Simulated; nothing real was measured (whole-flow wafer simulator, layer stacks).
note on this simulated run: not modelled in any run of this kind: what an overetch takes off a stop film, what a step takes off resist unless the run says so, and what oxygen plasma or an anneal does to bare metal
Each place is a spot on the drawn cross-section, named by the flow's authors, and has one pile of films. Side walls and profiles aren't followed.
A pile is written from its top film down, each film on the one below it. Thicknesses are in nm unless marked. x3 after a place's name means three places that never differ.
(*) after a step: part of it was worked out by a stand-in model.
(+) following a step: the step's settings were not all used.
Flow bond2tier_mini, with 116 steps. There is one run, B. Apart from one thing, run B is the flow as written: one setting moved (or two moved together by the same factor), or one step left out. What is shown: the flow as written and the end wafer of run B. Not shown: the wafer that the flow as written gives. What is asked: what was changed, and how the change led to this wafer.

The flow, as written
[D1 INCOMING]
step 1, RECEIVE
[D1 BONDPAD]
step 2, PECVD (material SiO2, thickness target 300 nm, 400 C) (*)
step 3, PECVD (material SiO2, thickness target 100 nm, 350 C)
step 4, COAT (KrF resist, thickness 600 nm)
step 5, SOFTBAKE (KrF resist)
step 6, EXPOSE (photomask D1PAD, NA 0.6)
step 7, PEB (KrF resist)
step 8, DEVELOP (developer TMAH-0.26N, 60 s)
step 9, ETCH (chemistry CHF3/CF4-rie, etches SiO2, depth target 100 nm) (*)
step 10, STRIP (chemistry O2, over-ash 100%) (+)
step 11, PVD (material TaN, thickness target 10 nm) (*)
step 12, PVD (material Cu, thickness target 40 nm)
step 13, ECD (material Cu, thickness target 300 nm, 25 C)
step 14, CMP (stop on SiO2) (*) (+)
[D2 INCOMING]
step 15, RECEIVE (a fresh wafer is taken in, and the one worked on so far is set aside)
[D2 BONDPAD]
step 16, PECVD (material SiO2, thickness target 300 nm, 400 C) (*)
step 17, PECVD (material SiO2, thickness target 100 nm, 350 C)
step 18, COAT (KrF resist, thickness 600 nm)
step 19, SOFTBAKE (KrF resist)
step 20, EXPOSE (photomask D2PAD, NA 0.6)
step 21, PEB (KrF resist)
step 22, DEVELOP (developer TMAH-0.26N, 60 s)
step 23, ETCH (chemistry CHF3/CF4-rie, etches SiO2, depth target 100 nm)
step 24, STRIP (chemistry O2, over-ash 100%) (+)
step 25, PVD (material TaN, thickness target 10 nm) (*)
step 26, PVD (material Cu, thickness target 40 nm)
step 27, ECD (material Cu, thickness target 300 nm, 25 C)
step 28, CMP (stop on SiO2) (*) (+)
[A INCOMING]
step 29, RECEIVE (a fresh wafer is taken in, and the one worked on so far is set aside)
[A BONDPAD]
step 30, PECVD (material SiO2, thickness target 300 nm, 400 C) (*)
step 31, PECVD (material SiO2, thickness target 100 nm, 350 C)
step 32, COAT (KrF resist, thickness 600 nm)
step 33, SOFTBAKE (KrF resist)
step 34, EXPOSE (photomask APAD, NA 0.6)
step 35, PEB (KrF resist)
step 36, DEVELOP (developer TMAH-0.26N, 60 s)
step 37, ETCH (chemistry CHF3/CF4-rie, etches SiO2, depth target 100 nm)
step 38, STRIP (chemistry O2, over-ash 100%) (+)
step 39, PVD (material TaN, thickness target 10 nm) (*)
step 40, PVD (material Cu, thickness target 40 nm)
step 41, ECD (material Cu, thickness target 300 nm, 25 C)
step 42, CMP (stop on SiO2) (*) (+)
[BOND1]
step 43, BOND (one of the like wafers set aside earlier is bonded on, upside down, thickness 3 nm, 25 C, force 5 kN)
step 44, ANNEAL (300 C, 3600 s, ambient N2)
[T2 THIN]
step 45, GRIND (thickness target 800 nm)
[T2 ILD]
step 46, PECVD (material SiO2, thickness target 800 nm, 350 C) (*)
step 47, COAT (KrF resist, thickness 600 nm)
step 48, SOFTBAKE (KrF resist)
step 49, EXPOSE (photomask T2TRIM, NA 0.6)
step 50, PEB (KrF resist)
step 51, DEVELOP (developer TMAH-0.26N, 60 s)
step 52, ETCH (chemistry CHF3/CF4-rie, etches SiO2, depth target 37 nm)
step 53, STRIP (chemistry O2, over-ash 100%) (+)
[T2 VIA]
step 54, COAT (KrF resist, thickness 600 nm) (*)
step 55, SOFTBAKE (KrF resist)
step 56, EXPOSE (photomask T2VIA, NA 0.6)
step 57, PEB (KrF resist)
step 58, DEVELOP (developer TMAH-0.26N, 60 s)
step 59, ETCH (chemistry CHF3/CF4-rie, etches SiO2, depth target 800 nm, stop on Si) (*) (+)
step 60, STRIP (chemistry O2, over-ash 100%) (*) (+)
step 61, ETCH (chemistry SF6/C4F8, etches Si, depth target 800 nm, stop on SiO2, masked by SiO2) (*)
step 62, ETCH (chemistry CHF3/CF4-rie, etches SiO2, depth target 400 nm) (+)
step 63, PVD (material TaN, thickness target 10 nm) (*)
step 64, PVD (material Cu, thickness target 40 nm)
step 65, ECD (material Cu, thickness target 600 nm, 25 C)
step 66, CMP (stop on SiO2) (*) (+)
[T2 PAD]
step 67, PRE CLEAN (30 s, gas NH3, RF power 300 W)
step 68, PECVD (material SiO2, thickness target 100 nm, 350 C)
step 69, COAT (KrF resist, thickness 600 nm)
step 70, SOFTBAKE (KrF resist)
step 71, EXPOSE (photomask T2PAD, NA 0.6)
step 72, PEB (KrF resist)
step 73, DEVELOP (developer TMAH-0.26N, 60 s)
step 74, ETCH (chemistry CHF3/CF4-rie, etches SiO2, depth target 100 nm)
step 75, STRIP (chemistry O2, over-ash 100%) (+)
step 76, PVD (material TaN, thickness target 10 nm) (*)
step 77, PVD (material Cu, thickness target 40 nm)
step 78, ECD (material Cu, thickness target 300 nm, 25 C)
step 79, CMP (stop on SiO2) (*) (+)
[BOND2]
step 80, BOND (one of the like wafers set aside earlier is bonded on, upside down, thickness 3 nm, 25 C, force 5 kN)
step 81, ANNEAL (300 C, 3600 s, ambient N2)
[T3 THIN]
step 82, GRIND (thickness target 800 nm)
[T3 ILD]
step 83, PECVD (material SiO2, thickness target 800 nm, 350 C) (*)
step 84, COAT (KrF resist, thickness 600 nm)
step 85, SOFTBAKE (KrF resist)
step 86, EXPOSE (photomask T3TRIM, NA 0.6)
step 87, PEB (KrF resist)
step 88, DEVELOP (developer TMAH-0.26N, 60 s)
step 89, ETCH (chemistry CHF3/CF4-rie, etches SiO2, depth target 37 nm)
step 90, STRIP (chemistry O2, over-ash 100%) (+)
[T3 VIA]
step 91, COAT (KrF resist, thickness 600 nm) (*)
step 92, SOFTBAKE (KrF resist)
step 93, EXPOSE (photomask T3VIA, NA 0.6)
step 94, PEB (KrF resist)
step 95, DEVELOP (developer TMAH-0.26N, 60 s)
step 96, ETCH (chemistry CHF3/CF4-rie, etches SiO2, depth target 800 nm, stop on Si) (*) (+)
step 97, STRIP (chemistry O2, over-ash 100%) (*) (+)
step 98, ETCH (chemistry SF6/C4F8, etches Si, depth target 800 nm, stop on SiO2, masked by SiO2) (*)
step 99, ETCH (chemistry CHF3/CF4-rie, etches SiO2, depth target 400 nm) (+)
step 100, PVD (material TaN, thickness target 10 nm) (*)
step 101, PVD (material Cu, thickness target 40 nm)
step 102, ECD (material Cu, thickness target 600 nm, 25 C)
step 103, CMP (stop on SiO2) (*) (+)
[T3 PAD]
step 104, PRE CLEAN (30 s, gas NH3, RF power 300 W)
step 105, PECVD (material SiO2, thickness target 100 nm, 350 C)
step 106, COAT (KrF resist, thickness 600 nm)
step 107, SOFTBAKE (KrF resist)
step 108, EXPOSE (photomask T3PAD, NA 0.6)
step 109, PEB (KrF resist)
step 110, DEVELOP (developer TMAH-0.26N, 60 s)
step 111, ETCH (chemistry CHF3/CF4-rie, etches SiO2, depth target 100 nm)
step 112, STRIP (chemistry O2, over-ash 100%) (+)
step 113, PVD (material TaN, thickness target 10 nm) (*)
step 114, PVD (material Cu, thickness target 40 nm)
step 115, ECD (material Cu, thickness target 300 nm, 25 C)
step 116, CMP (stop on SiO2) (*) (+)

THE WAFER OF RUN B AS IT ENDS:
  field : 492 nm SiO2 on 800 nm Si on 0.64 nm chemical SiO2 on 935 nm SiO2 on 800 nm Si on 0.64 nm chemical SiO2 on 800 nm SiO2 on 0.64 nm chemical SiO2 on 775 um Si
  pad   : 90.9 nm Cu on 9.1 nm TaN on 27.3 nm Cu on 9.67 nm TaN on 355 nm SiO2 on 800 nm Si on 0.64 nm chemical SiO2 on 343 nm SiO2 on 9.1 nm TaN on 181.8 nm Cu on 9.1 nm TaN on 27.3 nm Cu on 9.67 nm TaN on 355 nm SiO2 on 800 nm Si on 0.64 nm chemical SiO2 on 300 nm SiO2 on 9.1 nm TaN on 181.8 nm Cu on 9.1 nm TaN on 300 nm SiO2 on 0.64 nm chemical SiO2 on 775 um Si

Cause: step 17, PECVD: thickness target 143 nm was run, though the flow has thickness target 100 nm.

How this came from the change, step by step:
  step 17, PECVD (material SiO2, thickness target 100 nm, 350 C)
      field, pad, via: SiO2 gains 143 (it would be, as written: SiO2 gains 100)
  step 80, BOND (one of the like wafers set aside earlier is bonded on, upside down, thickness 3 nm, 25 C, force 5 kN)
      field: Si gains 775 um (new film), chemical SiO2 gains 0.64 (new film), SiO2 gains 443 (it would be, as written: Si gains 775 um (new film), chemical SiO2 gains 0.64 (new film), SiO2 gains 400)
      pad: Si gains 775 um (new film), chemical SiO2 gains 0.64 (new film), SiO2 gains 343 (new film), TaN gains 9.1 (new film), Cu gains 90.9 (it would be, as written: Si gains 775 um (new film), chemical SiO2 gains 0.64 (new film), SiO2 gains 300 (new film), TaN gains 9.1 (new film), Cu gains 90.9)
